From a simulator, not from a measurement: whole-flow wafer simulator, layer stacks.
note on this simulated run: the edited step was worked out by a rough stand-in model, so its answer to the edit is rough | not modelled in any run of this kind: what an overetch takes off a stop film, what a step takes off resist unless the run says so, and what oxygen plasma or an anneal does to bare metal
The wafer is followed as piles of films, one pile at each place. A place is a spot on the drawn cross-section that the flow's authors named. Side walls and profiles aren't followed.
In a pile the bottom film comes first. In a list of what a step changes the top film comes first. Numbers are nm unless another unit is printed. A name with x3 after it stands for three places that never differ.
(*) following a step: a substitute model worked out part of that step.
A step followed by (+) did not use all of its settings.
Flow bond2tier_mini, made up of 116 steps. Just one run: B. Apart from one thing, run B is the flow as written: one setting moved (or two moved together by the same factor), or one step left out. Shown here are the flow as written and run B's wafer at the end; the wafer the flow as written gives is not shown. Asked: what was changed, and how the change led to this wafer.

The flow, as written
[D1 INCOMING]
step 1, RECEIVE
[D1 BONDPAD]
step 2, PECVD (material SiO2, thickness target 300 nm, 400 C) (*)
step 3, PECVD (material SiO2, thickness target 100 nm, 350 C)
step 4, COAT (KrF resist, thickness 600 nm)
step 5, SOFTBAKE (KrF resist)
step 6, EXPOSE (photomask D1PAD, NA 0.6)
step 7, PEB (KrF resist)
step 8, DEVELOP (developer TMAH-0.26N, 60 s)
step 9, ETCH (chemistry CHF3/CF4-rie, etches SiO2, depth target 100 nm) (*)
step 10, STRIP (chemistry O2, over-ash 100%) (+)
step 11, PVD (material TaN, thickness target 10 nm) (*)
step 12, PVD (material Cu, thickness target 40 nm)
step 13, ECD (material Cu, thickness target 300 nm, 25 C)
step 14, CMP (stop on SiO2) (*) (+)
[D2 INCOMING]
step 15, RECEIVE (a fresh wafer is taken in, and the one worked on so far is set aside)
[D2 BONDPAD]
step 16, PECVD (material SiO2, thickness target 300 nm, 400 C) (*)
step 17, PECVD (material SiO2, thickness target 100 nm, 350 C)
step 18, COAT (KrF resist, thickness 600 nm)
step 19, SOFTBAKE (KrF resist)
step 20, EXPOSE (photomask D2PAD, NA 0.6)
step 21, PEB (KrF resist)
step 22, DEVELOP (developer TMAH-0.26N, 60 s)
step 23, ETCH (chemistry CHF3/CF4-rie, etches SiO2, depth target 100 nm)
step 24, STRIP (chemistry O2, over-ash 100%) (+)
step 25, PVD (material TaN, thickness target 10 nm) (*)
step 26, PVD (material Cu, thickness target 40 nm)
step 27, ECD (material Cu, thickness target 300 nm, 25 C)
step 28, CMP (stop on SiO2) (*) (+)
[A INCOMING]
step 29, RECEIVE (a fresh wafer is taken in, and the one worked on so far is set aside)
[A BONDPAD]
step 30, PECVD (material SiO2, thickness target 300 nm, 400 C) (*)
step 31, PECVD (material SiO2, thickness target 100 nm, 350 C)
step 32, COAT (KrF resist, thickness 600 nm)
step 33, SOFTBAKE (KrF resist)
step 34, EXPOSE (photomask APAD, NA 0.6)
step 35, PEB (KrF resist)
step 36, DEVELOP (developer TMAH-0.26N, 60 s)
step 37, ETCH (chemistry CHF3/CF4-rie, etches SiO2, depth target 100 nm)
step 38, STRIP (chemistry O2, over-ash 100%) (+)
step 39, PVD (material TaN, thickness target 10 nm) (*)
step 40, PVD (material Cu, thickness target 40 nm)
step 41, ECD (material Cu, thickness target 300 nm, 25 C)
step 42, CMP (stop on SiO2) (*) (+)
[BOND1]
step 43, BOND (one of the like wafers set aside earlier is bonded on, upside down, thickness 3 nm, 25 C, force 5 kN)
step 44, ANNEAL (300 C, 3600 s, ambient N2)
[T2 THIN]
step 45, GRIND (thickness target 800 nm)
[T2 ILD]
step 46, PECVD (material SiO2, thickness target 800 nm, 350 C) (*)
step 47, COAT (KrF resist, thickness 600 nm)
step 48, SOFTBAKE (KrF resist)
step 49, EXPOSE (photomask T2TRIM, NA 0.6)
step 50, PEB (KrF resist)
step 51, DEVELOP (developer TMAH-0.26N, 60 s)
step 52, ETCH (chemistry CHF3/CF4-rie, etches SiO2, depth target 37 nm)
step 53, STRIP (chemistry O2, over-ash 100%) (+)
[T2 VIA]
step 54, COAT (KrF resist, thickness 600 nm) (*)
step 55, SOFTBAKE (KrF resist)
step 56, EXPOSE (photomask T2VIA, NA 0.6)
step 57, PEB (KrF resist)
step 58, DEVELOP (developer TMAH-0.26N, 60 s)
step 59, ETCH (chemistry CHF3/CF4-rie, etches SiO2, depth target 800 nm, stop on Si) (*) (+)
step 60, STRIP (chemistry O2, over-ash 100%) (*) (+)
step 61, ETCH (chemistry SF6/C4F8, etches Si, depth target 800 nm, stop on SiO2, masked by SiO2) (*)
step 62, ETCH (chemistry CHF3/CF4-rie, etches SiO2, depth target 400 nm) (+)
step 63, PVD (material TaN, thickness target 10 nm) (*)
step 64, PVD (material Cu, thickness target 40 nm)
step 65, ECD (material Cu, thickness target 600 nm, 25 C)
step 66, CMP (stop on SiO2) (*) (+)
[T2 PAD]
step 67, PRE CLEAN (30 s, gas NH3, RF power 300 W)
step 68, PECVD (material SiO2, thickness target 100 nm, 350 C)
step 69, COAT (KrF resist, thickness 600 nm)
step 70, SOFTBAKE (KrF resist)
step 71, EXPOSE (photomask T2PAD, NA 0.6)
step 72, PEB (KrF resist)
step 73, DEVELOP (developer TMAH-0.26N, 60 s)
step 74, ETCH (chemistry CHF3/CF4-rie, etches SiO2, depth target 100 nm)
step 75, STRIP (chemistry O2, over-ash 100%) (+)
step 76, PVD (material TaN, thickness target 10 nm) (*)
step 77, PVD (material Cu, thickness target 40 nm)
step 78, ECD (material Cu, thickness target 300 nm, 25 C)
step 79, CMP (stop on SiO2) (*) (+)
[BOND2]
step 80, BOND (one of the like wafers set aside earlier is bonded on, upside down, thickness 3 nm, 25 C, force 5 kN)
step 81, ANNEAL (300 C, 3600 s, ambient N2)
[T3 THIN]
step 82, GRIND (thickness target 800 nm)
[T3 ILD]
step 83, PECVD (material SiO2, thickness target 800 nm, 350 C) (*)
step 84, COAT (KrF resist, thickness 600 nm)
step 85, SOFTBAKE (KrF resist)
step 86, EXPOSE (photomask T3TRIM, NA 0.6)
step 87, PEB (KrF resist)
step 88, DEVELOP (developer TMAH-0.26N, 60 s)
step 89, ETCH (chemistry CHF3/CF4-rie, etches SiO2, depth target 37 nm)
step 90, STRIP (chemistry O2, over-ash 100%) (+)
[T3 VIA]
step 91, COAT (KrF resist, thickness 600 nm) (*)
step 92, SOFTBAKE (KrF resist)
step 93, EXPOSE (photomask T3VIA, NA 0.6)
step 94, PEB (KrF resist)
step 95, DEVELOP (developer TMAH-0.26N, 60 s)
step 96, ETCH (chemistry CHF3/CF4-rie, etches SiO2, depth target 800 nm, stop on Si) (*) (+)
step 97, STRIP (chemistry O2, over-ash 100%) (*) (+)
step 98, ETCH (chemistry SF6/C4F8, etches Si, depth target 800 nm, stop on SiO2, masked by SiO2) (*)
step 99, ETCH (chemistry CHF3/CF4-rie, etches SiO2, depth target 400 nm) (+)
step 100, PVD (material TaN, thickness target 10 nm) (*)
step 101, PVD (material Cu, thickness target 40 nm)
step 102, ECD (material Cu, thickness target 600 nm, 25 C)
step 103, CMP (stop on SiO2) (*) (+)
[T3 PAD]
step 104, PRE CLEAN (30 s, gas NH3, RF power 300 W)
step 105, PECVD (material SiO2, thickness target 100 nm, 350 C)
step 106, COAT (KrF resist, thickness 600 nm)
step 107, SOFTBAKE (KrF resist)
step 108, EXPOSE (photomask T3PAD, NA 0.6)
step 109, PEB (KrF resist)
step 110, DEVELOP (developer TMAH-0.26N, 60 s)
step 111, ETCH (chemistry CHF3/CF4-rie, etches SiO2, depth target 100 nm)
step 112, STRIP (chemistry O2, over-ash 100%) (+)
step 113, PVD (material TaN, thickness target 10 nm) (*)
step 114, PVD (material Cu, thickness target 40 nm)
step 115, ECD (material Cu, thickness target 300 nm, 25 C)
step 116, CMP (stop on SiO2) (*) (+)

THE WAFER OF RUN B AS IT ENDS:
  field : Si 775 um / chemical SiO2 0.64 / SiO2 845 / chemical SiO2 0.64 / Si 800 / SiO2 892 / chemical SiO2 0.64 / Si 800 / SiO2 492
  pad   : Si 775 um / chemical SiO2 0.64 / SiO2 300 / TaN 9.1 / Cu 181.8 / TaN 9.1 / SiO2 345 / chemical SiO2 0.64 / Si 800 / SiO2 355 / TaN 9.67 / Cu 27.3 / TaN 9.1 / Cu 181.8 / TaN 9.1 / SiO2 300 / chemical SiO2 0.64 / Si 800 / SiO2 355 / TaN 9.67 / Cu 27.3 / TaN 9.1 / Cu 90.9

The reason: step 2, PECVD: thickness target 345 nm was run, whereas the flow has thickness target 300 nm.
The wafer itself shows it: pad has SiO2 345, and step 2 as written asks for 300 nm.

The path from the change to this, step by step:
  step 2, PECVD (material SiO2, thickness target 300 nm, 400 C) (*)
      field, pad, via: SiO2 gains 345 (new film) (in the flow as written it would be: SiO2 gains 300 (new film))
  step 43, BOND (one of the like wafers set aside earlier is bonded on, upside down, thickness 3 nm, 25 C, force 5 kN)
      field: Si gains 775 um (new film), chemical SiO2 gains 0.64 (new film), SiO2 gains 445 (in the flow as written it would be: Si gains 775 um (new film), chemical SiO2 gains 0.64 (new film), SiO2 gains 400)
      pad: Si gains 775 um (new film), chemical SiO2 gains 0.64 (new film), SiO2 gains 345 (new film), TaN gains 9.1 (new film), Cu gains 90.9 (in the flow as written it would be: Si gains 775 um (new film), chemical SiO2 gains 0.64 (new film), SiO2 gains 300 (new film), TaN gains 9.1 (new film), Cu gains 90.9)
      (and at 1 other place as well)
